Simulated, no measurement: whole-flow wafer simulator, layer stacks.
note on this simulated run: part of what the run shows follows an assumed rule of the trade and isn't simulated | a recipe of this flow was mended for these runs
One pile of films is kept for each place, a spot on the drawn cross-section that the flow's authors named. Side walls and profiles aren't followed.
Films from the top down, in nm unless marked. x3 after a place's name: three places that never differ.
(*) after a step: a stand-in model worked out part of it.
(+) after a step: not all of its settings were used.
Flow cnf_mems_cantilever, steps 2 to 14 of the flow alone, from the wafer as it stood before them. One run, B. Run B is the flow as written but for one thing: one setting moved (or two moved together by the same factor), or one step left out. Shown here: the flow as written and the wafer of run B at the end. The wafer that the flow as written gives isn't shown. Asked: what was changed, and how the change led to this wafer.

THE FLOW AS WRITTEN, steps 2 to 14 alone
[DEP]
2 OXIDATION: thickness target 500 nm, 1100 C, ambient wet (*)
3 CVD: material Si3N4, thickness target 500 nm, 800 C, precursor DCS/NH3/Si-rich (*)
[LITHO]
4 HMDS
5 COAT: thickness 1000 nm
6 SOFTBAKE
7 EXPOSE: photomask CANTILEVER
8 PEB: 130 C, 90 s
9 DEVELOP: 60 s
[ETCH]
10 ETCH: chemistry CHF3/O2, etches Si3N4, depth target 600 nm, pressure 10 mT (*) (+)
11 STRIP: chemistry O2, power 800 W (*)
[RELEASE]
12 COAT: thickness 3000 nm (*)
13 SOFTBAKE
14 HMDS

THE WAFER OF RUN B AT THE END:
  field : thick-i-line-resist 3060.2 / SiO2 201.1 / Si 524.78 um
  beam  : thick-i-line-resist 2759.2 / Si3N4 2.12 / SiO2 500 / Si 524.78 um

The cause: step 3, CVD: 560 C was run, where the flow has 800 C.

How the change led to this, step by step:
  3 CVD: material Si3N4, thickness target 500 nm, 800 C, precursor DCS/NH3/Si-rich (*)
      field, beam: Si3N4 +2.12 (new film) (as written it would be: Si3N4 +500 (new film))
  10 ETCH: chemistry CHF3/O2, etches Si3N4, depth target 600 nm, pressure 10 mT (*) (+)
      field: Si3N4 -2.12 (all of it), SiO2 -298.9 (as written it would be: Si3N4 -500 (all of it), SiO2 -50)
  12 COAT: thickness 3000 nm (*)
      beam: thick-i-line-resist +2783 (new film) (as written it would be: thick-i-line-resist +2607.6 (new film))
  13 SOFTBAKE
      field: thick-i-line-resist +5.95 (as written it would be: thick-i-line-resist +11.9)
      beam: thick-i-line-resist -23.8 (as written it would be: thick-i-line-resist -47.6)
